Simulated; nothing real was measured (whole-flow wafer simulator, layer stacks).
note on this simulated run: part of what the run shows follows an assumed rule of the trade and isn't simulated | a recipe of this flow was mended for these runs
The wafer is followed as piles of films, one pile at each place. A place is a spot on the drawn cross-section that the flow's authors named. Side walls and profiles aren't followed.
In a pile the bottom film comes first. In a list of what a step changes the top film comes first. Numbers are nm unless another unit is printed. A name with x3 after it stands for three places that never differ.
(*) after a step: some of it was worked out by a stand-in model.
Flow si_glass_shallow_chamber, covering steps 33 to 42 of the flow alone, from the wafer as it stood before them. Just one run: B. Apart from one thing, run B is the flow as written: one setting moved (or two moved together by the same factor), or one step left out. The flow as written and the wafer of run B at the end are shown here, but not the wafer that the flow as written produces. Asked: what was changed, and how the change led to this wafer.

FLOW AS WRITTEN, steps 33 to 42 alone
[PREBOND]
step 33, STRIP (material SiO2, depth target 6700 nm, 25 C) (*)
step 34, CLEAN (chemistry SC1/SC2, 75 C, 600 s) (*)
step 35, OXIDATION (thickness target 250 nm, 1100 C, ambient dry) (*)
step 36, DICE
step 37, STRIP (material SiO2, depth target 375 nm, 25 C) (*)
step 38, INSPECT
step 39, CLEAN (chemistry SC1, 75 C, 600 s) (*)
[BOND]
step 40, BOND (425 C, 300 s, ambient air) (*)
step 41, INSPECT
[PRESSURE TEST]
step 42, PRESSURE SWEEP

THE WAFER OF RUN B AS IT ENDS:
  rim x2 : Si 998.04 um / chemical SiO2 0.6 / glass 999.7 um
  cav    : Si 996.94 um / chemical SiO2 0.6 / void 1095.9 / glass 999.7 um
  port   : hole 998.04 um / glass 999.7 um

Cause: step 35, OXIDATION: 1155 C was run, though the flow has 1100 C.

Step by step, how the change led to this:
  step 35, OXIDATION (thickness target 250 nm, 1100 C, ambient dry) (*)
      rim x2, cav, septum, ring: +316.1 SiO2 (new film), -0.6 chemical SiO2 (all of it), -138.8 Si (it would be, as written: +250 SiO2 (new film), -0.6 chemical SiO2 (all of it), -109.7 Si)
  step 37, STRIP (material SiO2, depth target 375 nm, 25 C) (*)
      rim x2, cav, septum, ring: -316.1 SiO2 (all of it) (it would be, as written: -250 SiO2 (all of it))
  step 40, BOND (425 C, 300 s, ambient air) (*)
      port: +999.7 um glass (new film), +988.2 hole (it would be, as written: +999.7 um glass (new film), +1017.3 hole)
